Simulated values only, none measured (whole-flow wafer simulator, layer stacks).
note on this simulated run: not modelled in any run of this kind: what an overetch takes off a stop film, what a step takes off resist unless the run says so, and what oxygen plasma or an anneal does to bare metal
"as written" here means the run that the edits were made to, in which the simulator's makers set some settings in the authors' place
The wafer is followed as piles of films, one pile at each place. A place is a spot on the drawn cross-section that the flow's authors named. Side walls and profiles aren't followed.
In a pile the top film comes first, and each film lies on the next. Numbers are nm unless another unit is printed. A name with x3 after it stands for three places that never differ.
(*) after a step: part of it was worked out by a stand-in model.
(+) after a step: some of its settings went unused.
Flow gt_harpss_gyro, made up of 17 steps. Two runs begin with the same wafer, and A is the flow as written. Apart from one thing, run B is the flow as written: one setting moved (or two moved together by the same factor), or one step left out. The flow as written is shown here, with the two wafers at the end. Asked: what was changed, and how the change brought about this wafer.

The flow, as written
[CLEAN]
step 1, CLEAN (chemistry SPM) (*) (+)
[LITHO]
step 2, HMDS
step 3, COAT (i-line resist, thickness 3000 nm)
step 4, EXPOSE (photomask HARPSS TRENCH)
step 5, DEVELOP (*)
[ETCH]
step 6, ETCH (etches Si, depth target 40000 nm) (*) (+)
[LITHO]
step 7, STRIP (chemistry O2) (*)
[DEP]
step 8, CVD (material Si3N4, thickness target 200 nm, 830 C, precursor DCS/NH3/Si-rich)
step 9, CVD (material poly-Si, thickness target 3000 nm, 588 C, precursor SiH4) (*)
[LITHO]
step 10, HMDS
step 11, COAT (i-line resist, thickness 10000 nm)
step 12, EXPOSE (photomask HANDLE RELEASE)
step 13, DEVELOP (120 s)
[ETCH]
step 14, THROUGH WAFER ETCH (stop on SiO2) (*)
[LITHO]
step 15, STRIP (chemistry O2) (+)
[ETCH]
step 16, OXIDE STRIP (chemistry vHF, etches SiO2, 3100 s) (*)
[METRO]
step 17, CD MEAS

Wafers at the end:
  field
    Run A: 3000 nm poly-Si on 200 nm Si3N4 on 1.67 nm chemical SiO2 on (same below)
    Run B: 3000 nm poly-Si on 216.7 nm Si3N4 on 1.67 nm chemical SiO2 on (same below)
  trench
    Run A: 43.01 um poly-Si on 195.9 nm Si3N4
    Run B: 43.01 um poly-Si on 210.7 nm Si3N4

Cause: step 8, CVD: 844 C was run, whereas the flow has 830 C.

How this came from the change, step by step:
  step 8, CVD (material Si3N4, thickness target 200 nm, 830 C, precursor DCS/NH3/Si-rich)
      field: A Si3N4 gains 200 (new film) | B Si3N4 gains 216.7 (new film)
      trench: A Si3N4 gains 195.9 (new film) | B Si3N4 gains 210.7 (new film)
